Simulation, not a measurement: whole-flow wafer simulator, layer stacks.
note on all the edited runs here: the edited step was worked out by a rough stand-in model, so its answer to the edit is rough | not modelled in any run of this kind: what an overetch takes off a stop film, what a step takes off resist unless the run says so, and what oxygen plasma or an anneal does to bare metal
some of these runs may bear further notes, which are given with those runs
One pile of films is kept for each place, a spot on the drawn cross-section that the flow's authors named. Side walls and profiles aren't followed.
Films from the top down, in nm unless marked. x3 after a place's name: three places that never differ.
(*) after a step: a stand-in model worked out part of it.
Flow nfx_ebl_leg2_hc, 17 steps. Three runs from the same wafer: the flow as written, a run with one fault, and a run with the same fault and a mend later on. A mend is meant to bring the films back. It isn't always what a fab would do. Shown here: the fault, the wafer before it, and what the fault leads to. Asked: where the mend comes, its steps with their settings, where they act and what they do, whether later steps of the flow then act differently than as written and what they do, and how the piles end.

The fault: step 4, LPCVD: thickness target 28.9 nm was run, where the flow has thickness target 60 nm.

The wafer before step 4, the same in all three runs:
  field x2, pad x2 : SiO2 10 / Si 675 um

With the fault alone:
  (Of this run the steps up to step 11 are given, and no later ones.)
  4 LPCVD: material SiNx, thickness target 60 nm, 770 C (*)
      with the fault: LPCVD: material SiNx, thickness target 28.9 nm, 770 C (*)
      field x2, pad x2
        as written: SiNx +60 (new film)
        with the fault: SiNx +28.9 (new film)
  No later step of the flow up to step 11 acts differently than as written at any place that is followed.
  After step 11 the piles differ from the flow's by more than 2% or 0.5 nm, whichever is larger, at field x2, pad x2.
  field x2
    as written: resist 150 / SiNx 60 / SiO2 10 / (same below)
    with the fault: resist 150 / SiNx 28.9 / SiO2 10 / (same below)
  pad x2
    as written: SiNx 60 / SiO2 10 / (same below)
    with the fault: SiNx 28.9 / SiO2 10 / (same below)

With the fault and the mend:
  The mend comes after step 5.
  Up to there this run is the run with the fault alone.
  5a ETCH: chemistry h3po4, depth target 33.23 nm
      field x2, pad x2
        SiNx -28.9 (all of it)
  5b CLEAN: chemistry SC1/SC2 (the flow's step 2 once more)
      changes no film at any place that is followed
  5c LPCVD: material SiNx, thickness target 60 nm, 770 C (*) (the flow's step 4 once more)
      field x2, pad x2
        SiNx +60 (new film)
  No later step of the flow acts differently than as written at any place that is followed.
  At the end the piles are the same as the flow's at every place that both follow.
